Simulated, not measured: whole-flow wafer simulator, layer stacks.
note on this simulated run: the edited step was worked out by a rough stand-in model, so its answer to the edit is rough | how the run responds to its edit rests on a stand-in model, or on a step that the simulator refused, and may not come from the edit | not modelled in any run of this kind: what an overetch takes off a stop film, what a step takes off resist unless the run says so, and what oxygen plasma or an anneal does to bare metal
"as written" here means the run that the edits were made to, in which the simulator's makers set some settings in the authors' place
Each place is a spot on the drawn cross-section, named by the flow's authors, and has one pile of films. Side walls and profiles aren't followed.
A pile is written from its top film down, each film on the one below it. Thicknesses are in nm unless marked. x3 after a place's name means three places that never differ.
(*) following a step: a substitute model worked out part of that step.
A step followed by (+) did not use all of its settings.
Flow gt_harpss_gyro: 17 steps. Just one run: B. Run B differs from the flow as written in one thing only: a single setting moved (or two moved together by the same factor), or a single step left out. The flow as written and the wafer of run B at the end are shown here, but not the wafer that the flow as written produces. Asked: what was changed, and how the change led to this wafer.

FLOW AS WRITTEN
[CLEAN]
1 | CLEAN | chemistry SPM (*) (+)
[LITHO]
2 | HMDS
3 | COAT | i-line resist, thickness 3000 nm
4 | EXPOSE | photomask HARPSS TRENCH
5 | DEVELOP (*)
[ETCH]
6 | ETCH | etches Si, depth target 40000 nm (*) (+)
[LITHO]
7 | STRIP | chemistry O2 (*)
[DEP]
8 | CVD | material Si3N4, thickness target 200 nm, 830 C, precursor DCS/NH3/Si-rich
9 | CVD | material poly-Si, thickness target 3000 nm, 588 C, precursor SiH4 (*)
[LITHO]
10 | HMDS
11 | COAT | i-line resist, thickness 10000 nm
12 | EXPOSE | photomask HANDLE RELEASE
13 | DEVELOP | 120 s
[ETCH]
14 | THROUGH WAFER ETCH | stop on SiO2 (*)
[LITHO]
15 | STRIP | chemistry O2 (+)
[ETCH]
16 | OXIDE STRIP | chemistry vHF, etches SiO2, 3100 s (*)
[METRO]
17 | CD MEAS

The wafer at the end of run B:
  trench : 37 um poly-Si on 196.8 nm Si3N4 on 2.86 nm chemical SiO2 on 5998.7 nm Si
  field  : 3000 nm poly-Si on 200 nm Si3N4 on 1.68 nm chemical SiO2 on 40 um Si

Cause: step 6, ETCH: depth target 34000 nm was run, though the flow has depth target 40000 nm.

Step by step, how the change led to this:
  6 | ETCH | etches Si, depth target 40000 nm (*) (+)
      trench: -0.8 chemical SiO2 (all of it), -34 um Si (in the flow as written it would be: -0.8 chemical SiO2 (all of it), -40 um Si (all of it))
      field: -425 i-line resist (in the flow as written it would be: -500 i-line resist)
  7 | STRIP | chemistry O2 (*)
      trench: +2.86 chemical SiO2 (new film), -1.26 Si (in the flow as written it would be: nothing)
      field: -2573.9 i-line resist (all of it), +0.88 chemical SiO2, -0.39 Si (in the flow as written it would be: -2498.9 i-line resist (all of it), +0.87 chemical SiO2, -0.38 Si)
  9 | CVD | material poly-Si, thickness target 3000 nm, 588 C, precursor SiH4 (*)
      trench: +37 um poly-Si (new film) (in the flow as written it would be: +43.01 um poly-Si (new film))
